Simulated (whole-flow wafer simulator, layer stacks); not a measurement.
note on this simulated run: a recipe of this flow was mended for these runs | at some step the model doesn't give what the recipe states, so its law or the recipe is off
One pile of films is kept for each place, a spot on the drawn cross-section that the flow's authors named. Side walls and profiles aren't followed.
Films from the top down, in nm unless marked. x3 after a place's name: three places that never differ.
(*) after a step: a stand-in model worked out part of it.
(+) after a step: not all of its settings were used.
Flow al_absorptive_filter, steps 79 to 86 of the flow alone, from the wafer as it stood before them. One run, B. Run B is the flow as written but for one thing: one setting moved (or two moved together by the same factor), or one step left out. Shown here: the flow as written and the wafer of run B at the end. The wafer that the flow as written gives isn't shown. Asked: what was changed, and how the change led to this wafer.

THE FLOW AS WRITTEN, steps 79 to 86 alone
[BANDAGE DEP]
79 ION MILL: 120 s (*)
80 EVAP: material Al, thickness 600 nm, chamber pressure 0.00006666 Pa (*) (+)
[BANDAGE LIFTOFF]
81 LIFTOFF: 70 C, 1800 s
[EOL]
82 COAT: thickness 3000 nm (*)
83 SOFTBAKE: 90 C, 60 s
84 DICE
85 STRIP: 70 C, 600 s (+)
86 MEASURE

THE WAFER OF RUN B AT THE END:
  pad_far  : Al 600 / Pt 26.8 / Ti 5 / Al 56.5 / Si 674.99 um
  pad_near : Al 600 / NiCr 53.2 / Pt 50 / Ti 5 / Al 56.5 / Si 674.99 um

The cause: step 79, ION MILL: 190 s was run, where the flow has 120 s.

How the change led to this, step by step:
  79 ION MILL: 120 s (*)
      gnd, ledge, res and 9 more: i-line-resist -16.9 (as written it would be: i-line-resist -10.7)
      pad_far: Pt -23.2 (as written it would be: Pt -14.7)
      (and at 1 more place)
